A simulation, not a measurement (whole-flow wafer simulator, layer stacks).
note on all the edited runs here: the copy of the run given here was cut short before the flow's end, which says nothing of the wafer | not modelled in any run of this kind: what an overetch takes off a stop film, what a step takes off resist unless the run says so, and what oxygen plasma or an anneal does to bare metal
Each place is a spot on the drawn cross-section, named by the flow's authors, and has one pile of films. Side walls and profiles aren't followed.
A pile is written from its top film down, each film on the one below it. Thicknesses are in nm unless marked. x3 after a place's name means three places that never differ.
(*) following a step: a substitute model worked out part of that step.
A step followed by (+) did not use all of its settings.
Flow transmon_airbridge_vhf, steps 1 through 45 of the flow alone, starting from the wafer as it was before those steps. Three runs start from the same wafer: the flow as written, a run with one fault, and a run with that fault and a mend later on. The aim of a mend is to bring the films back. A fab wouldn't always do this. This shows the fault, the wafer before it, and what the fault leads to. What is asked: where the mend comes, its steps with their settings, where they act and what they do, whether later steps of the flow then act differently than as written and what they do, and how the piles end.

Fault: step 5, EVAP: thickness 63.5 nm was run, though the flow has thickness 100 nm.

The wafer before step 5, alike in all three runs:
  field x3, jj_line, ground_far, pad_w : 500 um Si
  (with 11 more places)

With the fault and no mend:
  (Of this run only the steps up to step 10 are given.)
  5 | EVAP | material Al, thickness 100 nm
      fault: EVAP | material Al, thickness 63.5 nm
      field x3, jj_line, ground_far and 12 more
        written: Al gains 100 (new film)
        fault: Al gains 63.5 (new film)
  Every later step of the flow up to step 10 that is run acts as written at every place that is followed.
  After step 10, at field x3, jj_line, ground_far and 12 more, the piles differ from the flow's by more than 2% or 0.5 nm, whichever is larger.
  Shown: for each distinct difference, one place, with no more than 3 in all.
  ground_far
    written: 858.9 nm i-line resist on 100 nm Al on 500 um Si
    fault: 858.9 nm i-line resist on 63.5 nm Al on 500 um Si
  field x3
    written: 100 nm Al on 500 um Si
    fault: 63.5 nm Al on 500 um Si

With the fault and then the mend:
  The mend stands after step 10.
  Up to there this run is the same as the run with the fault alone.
  10a | STRIP | i-line resist, 80 C, 600 s (+)
      ground_far, pad_w, flank_w and 8 more
        i-line resist loses 858.9 (all of it)
  10b | EVAP | material Al, thickness 36.5 nm (the flow's step 5 again, with other settings)
      field x3, jj_line, ground_far and 12 more
        Al gains 36.5
  10c | COAT | i-line resist, thickness 900 nm (the flow's step 6 again)
      field x3, jj_line, ground_far and 12 more
        i-line resist gains 900 (new film)
  10d | SOFTBAKE | i-line resist, 90 C, 90 s (the flow's step 7 again)
      does not change any film at any place that is followed
  10e | EXPOSE | i-line resist, thickness 900 nm, photomask AB CPW, dose 155.4 mJ/cm2, NA 0.45, wavelength 365 nm (*) (the flow's step 8 again)
      does not change any film at any place that is followed
  10f | PEB | i-line resist, 110 C, 60 s (the flow's step 9 again)
      field x3, jj_line, ground_far and 12 more
        i-line resist loses 41
  10g | DEVELOP | i-line resist, thickness 900 nm, developer developer-B, 60 s (the flow's step 10 again)
      ground_far, pad_w, flank_w and 8 more
        i-line resist loses 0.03
      field x3, jj_line, gap_w, gap_e
        i-line resist loses 859 (all of it)
  Every later step of the flow that is run acts as written at every place that is followed.
  By the end, the piles equal the flow's at every place that both follow.
